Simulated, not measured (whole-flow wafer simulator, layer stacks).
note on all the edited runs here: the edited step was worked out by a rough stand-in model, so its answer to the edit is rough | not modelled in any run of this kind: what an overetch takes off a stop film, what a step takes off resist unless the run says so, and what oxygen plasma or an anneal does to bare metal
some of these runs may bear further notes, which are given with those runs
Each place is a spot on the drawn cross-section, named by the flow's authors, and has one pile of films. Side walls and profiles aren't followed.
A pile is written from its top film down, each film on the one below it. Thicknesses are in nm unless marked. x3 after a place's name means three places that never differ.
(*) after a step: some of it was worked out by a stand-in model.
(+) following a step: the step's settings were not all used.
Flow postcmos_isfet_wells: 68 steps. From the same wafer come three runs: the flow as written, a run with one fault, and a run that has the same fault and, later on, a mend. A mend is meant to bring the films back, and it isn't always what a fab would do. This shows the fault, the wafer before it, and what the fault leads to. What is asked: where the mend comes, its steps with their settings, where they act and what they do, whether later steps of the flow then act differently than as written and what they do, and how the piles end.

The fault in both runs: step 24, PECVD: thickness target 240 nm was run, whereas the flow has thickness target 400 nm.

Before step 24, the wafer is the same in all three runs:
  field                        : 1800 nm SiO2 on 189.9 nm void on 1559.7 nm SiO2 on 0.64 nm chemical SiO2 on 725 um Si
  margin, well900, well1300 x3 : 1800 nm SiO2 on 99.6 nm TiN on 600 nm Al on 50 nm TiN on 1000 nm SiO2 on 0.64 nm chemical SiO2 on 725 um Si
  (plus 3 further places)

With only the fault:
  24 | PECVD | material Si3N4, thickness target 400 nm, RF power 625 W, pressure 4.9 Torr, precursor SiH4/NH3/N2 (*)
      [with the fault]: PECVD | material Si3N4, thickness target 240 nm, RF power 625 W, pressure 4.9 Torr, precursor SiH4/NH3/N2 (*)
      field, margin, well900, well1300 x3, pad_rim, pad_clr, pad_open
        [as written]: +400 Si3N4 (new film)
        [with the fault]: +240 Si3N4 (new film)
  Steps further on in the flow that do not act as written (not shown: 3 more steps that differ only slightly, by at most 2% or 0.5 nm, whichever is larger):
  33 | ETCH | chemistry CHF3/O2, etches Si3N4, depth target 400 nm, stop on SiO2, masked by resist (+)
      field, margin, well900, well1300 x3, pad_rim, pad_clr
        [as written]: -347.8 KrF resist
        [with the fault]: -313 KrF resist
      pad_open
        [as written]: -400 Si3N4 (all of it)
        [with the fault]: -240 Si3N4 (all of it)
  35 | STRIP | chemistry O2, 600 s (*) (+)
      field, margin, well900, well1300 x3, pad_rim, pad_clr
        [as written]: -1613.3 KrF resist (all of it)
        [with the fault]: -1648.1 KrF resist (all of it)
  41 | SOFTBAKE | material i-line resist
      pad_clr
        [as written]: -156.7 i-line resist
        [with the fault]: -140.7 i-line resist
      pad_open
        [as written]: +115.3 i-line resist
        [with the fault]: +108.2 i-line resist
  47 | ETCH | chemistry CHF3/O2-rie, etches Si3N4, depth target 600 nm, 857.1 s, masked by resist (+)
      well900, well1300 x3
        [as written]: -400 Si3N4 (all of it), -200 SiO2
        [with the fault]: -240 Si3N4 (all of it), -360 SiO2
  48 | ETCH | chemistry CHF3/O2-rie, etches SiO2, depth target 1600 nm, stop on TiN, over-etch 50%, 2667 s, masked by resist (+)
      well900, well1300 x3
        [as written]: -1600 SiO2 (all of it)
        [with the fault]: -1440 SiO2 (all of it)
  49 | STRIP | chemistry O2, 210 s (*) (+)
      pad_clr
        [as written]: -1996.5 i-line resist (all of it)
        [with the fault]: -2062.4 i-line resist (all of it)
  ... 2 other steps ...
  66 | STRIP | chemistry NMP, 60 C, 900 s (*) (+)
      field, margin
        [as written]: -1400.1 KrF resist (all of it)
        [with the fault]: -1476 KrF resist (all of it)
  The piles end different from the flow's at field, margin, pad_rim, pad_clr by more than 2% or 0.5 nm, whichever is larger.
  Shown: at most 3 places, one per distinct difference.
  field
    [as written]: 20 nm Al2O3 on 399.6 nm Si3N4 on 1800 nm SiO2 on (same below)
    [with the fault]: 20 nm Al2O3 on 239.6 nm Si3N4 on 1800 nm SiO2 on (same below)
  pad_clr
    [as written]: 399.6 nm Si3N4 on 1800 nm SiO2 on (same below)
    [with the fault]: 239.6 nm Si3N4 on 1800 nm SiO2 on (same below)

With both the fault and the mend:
  After step 32 comes the mend.
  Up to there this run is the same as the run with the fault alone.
  32a | STRIP | chemistry O2, 600 s (*) (+)
      field, margin, well900, well1300 x3, pad_rim, pad_clr
        -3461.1 KrF resist (all of it)
  32b | PECVD | material Si3N4, thickness target 160 nm, RF power 625 W, pressure 4.9 Torr, precursor SiH4/NH3/N2 (*) (the flow's step 24 again, with other settings)
      field, margin, well900, well1300 x3, pad_rim, pad_clr, pad_open
        +160 Si3N4
  32c | HMDS | 30 s (the flow's step 26 again)
      does not change any film at any place that is followed
  32d | COAT | KrF resist, thickness 3500 nm (the flow's step 27 again)
      field, margin, well900, well1300 x3, pad_rim, pad_clr, pad_open
        +3500 KrF resist (new film)
  32e | SOFTBAKE | material KrF resist (the flow's step 28 again)
      does not change any film at any place that is followed
  32f | EBR (the flow's step 29 again)
      does not change any film at any place that is followed
  32g | EXPOSE | photomask PAD, dose 67.86 mJ/cm2, NA 0.55, wavelength 248 nm (*) (the flow's step 30 again)
      does not change any film at any place that is followed
  32h | PEB (the flow's step 31 again)
      field, margin, well900, well1300 x3, pad_rim, pad_clr, pad_open
        -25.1 KrF resist
  32i | DEVELOP | thickness 3500 nm, 60 s (the flow's step 32 again)
      field, margin, well900, well1300 x3, pad_rim, pad_clr
        -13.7 KrF resist
      pad_open
        -3474.9 KrF resist (all of it)
  None of the later steps of the flow acts differently than as written at any place that is followed.
  By the end, the piles equal the flow's at every place that both follow.
